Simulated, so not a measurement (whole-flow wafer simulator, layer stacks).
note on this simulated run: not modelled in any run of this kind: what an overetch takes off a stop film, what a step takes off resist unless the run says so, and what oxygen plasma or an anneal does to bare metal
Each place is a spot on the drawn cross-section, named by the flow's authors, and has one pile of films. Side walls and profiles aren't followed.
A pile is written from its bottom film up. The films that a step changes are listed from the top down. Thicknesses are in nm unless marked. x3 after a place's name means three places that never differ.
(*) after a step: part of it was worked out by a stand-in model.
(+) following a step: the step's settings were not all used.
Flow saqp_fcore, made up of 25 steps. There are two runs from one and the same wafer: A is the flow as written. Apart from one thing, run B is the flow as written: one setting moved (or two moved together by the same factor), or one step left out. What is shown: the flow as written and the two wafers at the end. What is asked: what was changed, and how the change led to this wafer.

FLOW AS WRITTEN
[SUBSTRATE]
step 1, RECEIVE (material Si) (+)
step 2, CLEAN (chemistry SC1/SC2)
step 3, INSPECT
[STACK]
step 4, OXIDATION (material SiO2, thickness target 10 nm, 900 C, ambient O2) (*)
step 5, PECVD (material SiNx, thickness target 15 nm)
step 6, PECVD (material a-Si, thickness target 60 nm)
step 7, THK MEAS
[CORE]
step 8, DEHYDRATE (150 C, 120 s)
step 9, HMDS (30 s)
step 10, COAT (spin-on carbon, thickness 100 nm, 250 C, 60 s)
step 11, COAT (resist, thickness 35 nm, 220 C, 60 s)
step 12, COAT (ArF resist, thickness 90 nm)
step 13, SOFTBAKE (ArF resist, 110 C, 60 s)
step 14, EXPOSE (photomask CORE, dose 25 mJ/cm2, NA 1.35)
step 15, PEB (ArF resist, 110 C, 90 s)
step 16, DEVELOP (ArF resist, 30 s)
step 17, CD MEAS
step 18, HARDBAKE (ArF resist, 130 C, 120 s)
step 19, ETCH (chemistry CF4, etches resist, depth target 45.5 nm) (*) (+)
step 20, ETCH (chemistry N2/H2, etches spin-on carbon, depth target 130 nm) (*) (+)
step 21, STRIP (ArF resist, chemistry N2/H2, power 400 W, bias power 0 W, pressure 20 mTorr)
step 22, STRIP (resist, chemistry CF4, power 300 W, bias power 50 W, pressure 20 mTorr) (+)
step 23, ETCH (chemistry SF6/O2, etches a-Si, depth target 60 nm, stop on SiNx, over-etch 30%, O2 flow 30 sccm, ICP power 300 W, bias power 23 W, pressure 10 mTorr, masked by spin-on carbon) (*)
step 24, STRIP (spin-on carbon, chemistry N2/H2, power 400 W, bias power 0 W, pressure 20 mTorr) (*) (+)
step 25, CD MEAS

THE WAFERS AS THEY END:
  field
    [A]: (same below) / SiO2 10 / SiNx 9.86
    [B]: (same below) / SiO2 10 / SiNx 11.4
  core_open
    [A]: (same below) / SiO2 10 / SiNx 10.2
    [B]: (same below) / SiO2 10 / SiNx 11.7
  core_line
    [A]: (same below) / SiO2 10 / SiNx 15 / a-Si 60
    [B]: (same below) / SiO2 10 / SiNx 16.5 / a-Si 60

The reason: step 5, PECVD: thickness target 16.5 nm was run, while the flow as written has thickness target 15 nm.
One can read it off the wafer: core_line has SiNx 16.5, and step 5 as written asks for 15 nm.

The path from the change to this, step by step:
  step 5, PECVD (material SiNx, thickness target 15 nm)
      field, core_open, core_line: A +15 SiNx (new film) | B +16.5 SiNx (new film)
